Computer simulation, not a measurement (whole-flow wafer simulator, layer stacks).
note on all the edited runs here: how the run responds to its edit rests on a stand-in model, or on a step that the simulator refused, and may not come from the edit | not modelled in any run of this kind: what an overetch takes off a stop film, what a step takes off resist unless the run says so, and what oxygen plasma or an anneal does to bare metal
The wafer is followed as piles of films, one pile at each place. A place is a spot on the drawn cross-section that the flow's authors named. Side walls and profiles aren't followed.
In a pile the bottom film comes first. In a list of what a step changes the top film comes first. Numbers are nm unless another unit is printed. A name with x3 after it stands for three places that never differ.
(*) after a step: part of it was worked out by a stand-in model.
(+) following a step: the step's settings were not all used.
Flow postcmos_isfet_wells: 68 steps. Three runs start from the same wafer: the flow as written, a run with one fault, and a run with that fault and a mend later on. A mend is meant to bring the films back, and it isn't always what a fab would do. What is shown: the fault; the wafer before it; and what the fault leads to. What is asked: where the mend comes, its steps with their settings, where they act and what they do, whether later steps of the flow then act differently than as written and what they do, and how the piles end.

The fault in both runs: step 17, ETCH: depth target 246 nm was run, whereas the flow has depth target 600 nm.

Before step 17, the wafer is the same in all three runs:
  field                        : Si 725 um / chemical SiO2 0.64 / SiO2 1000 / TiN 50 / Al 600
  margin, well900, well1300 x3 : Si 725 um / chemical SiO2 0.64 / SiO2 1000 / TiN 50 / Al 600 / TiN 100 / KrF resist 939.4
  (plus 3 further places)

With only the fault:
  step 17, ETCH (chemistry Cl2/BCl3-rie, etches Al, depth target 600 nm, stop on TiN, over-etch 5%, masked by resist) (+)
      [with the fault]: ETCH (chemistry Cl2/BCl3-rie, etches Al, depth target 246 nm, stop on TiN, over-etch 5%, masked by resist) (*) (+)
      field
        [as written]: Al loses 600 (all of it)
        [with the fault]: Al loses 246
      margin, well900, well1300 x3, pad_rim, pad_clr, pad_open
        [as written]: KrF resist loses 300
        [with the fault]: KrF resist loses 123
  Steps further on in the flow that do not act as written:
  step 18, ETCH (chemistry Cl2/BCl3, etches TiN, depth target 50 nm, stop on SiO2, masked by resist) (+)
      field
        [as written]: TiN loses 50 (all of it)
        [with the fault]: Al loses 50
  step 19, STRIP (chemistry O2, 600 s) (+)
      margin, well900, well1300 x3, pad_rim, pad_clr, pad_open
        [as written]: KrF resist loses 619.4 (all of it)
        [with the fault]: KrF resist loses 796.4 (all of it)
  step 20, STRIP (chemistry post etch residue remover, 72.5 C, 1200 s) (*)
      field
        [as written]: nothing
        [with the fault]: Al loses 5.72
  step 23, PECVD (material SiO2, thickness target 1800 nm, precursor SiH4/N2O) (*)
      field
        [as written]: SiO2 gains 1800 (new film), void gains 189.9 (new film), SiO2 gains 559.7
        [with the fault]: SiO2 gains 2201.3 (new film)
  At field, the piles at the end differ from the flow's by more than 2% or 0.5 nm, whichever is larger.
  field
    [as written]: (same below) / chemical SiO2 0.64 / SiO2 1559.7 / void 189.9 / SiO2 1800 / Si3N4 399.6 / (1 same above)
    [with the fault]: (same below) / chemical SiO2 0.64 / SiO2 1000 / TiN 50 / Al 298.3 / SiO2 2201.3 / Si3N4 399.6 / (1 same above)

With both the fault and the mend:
  The mend follows step 17.
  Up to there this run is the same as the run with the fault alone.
  step 17a, ETCH (chemistry Cl2/BCl3-rie, etches Al, depth target 354 nm, stop on TiN, over-etch 5%, masked by resist) (the flow's step 17 again, with other settings)
      margin, well900, well1300 x3, pad_rim, pad_clr, pad_open
        KrF resist loses 177
      field
        Al loses 354 (all of it)
  Later steps of the flow that are run all act as written at every place that is followed.
  By the end, the piles equal the flow's at every place that both follow.
